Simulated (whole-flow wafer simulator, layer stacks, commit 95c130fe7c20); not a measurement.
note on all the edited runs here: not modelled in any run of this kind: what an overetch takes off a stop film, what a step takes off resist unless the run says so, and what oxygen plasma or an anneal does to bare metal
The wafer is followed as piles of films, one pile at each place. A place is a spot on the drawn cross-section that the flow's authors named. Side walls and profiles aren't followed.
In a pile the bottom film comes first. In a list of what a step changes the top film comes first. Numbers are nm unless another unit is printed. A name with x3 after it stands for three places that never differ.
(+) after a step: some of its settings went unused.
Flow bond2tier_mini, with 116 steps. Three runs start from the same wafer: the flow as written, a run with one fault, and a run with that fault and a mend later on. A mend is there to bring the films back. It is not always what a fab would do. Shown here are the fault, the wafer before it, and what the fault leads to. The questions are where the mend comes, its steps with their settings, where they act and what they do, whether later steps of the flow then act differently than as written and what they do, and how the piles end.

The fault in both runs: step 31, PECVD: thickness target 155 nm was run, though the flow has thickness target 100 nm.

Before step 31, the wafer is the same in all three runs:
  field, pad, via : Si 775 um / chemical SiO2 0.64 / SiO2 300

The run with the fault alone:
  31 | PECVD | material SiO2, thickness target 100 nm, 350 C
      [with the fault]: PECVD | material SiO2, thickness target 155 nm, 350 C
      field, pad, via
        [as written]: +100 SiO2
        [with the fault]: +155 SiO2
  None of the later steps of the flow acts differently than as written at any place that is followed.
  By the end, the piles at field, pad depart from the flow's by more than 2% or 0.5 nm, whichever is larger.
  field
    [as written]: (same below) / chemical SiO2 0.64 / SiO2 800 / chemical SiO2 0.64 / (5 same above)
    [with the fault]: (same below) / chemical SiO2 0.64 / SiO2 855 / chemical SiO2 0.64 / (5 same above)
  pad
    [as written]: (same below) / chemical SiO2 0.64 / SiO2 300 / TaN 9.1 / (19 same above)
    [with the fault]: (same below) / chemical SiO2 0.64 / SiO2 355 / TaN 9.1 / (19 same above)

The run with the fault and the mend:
  The mend follows step 36.
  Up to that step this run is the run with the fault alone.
  36a | STRIP | chemistry O2, over-ash 100% (+)
      field
        -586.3 KrF resist (all of it)
  36b | ETCH | chemistry CHF3/CF4-rie, etches SiO2, depth target 55 nm
      field, pad, via
        -55 SiO2
  36c | COAT | KrF resist, thickness 600 nm (the flow's step 32 again)
      field, pad, via
        +600 KrF resist (new film)
  36d | SOFTBAKE | KrF resist (the flow's step 33 again)
      leaves every film unchanged at each place that is followed
  36e | EXPOSE | photomask APAD, NA 0.6 (the flow's step 34 again)
      leaves every film unchanged at each place that is followed
  36f | PEB | KrF resist (the flow's step 35 again)
      leaves every film unchanged at each place that is followed
  36g | DEVELOP | developer TMAH-0.26N, 60 s (the flow's step 36 again)
      pad, via
        -600 KrF resist (all of it)
      field
        -13.7 KrF resist
  None of the later steps of the flow acts differently than as written at any place that is followed.
  The piles end the same as the flow's at every place that both follow.
